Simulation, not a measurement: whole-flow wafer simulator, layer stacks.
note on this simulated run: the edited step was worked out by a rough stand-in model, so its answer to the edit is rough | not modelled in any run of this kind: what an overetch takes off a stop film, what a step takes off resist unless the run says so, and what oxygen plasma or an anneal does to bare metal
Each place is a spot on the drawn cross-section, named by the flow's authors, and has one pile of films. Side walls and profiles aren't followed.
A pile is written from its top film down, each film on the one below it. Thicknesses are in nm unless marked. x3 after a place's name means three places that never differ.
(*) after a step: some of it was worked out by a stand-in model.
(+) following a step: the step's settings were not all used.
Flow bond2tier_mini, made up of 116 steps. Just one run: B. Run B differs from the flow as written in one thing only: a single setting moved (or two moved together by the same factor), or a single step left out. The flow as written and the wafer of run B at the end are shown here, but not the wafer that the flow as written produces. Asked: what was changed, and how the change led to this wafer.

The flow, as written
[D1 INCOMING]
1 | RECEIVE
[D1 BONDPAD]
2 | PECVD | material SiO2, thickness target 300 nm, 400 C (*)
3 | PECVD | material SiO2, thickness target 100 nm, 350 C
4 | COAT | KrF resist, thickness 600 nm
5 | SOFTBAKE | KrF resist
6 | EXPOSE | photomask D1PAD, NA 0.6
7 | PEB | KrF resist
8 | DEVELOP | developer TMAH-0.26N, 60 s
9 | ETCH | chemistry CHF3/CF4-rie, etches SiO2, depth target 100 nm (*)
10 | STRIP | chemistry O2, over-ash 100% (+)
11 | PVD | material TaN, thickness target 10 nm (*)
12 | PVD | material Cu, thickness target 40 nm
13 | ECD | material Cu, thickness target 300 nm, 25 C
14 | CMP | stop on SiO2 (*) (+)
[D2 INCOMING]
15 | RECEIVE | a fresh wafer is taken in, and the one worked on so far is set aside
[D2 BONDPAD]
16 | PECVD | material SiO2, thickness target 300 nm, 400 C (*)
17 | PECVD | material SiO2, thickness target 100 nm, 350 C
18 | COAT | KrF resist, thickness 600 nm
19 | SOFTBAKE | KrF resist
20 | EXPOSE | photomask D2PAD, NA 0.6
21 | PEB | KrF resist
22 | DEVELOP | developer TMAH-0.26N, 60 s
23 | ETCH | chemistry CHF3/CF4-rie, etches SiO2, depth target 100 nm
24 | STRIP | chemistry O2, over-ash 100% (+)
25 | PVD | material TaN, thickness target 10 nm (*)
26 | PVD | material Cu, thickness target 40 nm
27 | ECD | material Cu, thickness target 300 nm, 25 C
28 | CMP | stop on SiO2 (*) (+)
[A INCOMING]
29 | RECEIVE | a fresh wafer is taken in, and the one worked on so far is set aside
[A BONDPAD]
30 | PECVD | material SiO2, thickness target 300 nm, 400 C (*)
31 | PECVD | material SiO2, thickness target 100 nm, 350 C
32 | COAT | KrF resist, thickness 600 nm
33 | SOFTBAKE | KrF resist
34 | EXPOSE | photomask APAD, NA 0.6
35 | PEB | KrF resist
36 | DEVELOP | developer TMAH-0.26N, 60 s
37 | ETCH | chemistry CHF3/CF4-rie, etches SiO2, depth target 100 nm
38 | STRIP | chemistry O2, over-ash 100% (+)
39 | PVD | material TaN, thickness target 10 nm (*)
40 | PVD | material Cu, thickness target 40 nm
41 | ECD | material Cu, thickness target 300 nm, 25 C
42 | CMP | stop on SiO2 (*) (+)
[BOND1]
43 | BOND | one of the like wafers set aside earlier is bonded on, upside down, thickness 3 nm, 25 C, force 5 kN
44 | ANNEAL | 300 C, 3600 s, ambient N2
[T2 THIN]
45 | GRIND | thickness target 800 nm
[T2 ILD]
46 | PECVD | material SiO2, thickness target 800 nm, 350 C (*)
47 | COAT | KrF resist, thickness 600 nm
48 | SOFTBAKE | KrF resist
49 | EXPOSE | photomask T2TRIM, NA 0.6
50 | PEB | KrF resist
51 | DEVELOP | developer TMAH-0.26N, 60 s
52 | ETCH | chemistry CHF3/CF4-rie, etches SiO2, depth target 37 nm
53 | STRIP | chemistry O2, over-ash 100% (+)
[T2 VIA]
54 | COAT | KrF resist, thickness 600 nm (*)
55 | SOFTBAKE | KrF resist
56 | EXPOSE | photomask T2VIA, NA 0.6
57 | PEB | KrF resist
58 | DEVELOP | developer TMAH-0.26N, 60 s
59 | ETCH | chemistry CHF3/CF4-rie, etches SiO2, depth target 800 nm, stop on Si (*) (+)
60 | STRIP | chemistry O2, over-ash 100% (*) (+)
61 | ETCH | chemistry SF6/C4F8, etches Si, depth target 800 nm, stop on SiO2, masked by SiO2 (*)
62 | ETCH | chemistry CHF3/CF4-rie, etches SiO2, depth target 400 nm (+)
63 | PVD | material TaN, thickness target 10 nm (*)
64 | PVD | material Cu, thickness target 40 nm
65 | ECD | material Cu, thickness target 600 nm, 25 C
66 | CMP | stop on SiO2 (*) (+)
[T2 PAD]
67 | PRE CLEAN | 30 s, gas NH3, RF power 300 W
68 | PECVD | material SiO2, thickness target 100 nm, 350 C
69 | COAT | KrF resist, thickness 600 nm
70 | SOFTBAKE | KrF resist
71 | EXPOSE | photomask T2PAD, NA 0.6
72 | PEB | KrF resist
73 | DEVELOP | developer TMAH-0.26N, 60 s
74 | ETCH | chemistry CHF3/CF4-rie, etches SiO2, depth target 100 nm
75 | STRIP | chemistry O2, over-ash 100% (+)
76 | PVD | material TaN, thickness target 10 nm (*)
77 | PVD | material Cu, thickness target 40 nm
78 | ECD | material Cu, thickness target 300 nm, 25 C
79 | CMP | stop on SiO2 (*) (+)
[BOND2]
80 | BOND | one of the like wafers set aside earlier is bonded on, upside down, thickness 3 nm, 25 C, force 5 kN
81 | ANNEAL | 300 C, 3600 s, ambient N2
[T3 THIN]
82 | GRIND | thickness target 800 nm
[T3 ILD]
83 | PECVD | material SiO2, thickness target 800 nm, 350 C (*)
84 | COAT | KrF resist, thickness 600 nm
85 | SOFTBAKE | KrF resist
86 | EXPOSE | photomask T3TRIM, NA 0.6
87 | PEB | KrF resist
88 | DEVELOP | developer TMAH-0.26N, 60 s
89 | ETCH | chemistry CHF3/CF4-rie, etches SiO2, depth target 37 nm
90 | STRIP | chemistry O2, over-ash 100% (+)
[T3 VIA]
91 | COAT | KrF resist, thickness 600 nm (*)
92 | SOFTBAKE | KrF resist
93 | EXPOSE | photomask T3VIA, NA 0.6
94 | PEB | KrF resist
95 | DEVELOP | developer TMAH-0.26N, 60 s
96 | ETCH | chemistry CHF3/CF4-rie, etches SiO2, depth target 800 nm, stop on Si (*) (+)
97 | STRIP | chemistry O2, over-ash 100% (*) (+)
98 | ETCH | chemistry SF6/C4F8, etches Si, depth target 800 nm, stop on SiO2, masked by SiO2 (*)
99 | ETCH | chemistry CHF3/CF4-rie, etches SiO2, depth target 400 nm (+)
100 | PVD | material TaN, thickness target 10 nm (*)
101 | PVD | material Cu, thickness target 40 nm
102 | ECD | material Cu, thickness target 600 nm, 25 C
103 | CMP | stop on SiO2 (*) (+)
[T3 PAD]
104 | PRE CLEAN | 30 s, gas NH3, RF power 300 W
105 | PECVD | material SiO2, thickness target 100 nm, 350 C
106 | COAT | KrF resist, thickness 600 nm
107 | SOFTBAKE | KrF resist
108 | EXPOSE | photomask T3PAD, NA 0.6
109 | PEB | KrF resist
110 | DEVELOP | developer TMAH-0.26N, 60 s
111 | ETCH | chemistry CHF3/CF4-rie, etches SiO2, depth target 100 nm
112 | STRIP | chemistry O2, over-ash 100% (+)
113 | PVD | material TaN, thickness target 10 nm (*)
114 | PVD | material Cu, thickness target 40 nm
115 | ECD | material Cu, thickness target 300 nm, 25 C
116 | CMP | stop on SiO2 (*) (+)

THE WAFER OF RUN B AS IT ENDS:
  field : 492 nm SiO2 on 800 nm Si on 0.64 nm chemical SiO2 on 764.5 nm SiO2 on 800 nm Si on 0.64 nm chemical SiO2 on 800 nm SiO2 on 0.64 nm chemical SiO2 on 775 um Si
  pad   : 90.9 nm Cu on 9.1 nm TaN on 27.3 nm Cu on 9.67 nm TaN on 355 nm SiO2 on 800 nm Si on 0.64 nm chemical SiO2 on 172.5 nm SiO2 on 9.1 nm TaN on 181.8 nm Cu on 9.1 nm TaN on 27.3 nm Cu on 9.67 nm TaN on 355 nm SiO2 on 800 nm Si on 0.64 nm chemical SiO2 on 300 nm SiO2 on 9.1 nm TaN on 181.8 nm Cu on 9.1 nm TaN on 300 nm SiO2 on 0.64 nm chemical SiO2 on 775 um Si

What caused this: step 16, PECVD: thickness target 172.5 nm was run, though the flow has thickness target 300 nm.
The wafer lets one read it off: pad has SiO2 172.5, and step 16 as written asks for 300 nm.

How this came from the change, step by step:
  16 | PECVD | material SiO2, thickness target 300 nm, 400 C (*)
      field, pad, via: +172.5 SiO2 (new film) (as written it would have been: +300 SiO2 (new film))
  80 | BOND | one of the like wafers set aside earlier is bonded on, upside down, thickness 3 nm, 25 C, force 5 kN
      field: +775 um Si (new film), +0.64 chemical SiO2 (new film), +272.5 SiO2 (as written it would have been: +775 um Si (new film), +0.64 chemical SiO2 (new film), +400 SiO2)
      pad: +775 um Si (new film), +0.64 chemical SiO2 (new film), +172.5 SiO2 (new film), +9.1 TaN (new film), +90.9 Cu (as written it would have been: +775 um Si (new film), +0.64 chemical SiO2 (new film), +300 SiO2 (new film), +9.1 TaN (new film), +90.9 Cu)
